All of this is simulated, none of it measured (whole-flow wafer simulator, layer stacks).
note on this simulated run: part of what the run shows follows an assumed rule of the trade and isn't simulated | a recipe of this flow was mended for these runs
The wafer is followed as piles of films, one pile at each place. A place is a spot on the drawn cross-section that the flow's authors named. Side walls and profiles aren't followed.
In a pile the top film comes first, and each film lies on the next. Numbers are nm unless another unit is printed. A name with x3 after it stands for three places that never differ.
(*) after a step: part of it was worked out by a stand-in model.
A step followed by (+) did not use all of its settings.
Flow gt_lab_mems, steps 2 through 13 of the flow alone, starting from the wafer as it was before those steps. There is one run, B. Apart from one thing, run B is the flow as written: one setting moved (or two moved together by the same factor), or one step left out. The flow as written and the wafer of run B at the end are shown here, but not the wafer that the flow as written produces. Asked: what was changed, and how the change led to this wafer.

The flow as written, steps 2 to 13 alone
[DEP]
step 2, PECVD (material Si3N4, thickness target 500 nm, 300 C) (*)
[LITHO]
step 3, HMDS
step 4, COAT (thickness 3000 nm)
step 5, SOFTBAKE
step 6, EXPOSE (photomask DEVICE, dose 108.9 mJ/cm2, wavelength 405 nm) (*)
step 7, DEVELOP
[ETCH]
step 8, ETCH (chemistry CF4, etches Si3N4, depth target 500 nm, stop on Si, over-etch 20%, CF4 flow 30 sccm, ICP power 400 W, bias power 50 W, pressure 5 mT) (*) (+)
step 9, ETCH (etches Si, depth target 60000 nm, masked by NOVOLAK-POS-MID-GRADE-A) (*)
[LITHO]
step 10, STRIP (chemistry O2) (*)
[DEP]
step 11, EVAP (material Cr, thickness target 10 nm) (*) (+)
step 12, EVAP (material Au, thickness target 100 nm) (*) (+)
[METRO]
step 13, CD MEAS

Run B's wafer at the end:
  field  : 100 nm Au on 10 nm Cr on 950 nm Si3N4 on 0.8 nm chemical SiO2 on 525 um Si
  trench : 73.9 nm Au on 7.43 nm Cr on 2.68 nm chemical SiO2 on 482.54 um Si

Cause: step 2, PECVD: thickness target 950 nm was run, while the flow as written has thickness target 500 nm.
The wafer itself shows it: field has Si3N4 950, and step 2 as written asks for 500 nm.

How this came from the change, step by step:
  step 2, PECVD (material Si3N4, thickness target 500 nm, 300 C) (*)
      field, trench: +950 Si3N4 (new film) (it would be, as written: +500 Si3N4 (new film))
  step 8, ETCH (chemistry CF4, etches Si3N4, depth target 500 nm, stop on Si, over-etch 20%, CF4 flow 30 sccm, ICP power 400 W, bias power 50 W, pressure 5 mT) (*) (+)
      trench: -600 Si3N4 (it would be, as written: -500 Si3N4 (all of it), -0.8 chemical SiO2 (all of it), -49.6 Si)
  step 9, ETCH (etches Si, depth target 60000 nm, masked by NOVOLAK-POS-MID-GRADE-A) (*)
      trench: -350 Si3N4 (all of it), -0.8 chemical SiO2 (all of it), -42.46 um Si (it would be, as written: -59.96 um Si)
  step 11, EVAP (material Cr, thickness target 10 nm) (*) (+)
      trench: +7.43 Cr (new film) (it would be, as written: +6.45 Cr (new film))
  step 12, EVAP (material Au, thickness target 100 nm) (*) (+)
      trench: +73.9 Au (new film) (it would be, as written: +64.1 Au (new film))
